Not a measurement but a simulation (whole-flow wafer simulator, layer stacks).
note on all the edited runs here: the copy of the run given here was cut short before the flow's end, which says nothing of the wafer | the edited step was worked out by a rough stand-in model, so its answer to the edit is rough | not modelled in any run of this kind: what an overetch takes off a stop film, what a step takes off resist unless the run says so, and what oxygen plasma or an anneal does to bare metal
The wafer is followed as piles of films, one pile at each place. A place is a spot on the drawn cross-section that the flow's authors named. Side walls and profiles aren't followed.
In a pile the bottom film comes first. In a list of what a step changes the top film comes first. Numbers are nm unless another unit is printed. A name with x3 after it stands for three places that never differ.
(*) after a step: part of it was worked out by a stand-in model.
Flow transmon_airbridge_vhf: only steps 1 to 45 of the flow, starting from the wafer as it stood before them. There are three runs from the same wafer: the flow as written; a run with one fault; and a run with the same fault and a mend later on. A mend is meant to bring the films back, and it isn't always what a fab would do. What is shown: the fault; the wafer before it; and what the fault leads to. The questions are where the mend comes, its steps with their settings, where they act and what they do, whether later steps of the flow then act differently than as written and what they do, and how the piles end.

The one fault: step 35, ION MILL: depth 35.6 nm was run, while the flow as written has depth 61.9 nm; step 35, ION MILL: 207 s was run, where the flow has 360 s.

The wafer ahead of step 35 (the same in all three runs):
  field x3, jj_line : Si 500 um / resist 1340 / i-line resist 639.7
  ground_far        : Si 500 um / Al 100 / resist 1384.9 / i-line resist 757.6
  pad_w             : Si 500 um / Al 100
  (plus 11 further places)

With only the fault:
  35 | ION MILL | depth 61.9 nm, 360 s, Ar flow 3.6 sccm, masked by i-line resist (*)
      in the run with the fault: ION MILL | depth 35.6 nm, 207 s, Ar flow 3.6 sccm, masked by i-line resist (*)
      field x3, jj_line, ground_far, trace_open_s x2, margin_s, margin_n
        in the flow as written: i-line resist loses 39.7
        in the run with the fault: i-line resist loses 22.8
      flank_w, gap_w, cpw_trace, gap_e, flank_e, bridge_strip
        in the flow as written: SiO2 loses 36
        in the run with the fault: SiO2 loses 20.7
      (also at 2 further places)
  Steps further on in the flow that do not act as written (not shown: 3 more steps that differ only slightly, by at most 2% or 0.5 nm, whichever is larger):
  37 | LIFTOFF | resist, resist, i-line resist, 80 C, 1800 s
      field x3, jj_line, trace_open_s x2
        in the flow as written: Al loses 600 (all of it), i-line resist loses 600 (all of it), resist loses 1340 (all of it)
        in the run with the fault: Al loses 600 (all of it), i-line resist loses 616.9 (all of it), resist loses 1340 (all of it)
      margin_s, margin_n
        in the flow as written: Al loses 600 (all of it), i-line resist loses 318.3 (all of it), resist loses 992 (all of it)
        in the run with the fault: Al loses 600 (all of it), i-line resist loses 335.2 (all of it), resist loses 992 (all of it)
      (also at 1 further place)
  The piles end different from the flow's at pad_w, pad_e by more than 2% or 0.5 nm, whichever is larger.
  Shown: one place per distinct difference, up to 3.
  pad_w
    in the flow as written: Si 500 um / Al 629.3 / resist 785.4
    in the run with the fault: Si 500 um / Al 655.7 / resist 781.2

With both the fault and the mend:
  The mend follows step 35.
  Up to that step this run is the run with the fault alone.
  35a | ION MILL | depth 26.3 nm, 153 s, Ar flow 3.6 sccm, masked by i-line resist (*) (the flow's step 35, run once more with other settings)
      field x3, jj_line, ground_far, trace_open_s x2, margin_s, margin_n
        i-line resist loses 16.9
      flank_w, gap_w, cpw_trace, gap_e, flank_e, bridge_strip
        SiO2 loses 15.3
      pad_w, pad_e
        Al loses 26.3
  Later steps of the flow that are run all act as written at every place that is followed.
  At the end the piles are close to the flow's at the places that both follow, differing by at most 2% or 0.5 nm, whichever is larger.
